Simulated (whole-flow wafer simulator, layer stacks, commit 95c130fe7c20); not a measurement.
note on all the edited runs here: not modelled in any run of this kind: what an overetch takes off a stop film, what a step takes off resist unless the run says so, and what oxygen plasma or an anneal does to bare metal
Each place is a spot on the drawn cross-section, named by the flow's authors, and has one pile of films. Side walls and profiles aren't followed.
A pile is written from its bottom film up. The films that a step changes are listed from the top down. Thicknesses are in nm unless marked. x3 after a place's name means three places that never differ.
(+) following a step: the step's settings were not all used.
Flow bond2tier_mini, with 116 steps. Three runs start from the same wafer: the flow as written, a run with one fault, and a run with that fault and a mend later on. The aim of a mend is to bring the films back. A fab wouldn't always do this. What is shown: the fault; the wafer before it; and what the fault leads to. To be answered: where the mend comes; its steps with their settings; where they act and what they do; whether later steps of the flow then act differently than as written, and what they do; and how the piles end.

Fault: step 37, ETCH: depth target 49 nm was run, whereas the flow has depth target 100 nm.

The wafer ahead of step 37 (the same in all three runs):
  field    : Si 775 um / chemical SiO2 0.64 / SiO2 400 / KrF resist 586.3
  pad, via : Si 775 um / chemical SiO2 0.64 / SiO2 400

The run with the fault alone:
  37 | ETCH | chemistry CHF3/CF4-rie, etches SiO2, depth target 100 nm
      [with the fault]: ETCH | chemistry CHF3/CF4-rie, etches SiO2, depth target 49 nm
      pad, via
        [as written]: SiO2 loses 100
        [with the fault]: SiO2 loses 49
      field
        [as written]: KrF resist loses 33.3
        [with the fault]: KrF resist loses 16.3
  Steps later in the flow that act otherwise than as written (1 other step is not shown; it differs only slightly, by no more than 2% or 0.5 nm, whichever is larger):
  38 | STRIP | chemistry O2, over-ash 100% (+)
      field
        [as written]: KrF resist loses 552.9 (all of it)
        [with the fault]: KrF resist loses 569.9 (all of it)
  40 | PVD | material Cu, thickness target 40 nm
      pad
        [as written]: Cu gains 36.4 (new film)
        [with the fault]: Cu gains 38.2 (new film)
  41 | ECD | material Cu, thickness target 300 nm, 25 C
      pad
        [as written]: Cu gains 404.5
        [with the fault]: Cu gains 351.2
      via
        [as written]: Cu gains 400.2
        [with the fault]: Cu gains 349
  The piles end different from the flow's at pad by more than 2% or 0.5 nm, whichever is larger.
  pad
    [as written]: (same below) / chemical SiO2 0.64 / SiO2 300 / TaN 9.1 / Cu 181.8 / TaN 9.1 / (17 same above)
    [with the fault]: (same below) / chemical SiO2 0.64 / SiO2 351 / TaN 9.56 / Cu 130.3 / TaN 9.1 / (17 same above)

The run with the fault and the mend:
  The mend follows step 37.
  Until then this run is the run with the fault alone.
  37a | ETCH | chemistry CHF3/CF4-rie, etches SiO2, depth target 51 nm (the flow's step 37, run once more with other settings)
      pad, via
        SiO2 loses 51
      field
        KrF resist loses 17
  Every later step of the flow that is run acts as written at every place that is followed.
  The piles end the same as the flow's at every place that both follow.
